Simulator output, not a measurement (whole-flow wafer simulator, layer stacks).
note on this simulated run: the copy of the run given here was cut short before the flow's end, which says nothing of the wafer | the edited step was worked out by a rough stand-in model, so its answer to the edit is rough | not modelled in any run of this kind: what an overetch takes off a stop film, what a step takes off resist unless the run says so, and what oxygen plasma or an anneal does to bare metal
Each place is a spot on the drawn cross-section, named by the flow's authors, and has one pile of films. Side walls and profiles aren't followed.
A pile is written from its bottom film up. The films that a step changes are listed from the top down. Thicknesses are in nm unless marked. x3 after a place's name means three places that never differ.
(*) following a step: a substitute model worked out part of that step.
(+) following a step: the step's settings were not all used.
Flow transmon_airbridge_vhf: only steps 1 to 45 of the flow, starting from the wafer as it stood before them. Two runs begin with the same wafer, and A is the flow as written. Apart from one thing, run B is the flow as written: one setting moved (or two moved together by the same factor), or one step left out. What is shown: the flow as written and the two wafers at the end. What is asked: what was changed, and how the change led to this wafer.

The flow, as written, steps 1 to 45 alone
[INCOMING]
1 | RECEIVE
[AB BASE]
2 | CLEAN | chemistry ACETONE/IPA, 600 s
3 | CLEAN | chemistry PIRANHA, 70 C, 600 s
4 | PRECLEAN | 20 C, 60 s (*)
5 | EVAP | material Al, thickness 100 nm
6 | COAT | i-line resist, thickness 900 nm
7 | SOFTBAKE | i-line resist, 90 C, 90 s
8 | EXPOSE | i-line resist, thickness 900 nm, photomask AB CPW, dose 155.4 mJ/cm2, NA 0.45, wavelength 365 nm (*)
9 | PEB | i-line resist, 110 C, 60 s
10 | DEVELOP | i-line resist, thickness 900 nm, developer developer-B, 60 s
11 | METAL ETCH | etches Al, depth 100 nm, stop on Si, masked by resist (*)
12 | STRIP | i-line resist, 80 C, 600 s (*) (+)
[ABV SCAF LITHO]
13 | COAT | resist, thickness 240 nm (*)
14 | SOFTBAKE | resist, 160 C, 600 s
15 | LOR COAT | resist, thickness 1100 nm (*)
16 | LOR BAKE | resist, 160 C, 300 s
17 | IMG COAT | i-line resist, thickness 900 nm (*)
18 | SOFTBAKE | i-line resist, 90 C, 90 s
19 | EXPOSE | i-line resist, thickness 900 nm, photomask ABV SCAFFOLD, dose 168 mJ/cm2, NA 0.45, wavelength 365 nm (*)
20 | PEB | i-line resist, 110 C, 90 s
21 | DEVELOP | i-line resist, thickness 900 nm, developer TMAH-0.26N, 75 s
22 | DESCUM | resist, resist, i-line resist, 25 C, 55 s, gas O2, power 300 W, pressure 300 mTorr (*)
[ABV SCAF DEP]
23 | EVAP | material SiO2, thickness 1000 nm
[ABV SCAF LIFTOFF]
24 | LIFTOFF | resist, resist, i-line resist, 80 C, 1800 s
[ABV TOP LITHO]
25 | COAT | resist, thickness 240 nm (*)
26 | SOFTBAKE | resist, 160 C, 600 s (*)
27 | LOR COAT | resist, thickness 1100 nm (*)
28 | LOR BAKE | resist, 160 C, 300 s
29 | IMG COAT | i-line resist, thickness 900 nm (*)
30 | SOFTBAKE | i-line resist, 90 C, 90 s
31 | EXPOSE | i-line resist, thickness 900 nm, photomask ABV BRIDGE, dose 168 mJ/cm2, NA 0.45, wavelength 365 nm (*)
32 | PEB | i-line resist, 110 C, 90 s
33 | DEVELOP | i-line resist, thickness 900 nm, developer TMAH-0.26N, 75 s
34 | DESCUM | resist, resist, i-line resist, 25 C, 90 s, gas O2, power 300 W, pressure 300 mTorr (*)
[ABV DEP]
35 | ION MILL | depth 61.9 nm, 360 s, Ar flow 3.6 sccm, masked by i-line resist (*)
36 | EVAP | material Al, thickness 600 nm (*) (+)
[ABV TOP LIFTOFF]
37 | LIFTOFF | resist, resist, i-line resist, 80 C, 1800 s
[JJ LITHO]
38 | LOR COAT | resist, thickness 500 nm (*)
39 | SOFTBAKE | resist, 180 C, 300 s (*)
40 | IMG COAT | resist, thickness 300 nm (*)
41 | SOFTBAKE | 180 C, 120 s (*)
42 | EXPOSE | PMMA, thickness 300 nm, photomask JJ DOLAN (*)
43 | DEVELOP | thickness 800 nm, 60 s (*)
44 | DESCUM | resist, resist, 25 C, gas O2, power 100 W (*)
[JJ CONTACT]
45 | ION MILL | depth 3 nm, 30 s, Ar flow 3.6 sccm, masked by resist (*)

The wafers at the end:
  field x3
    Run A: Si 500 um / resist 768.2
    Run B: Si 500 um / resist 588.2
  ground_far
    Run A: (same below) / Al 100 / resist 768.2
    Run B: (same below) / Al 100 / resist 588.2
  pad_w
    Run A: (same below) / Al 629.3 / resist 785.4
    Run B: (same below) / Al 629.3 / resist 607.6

Cause: step 40, IMG COAT: thickness 120 nm was run, though the flow has thickness 300 nm.

How this came from the change, step by step:
  40 | IMG COAT | resist, thickness 300 nm (*)
      field x3, jj_line, ground_far, trace_open_s x2: A +300 resist | B +120 resist
      pad_w, pad_e: A +300.1 resist | B +122.4 resist
      (and at 8 other places as well)
  43 | DEVELOP | thickness 800 nm, 60 s (*)
      jj_line: A -800 resist (all of it) | B -620 resist (all of it)
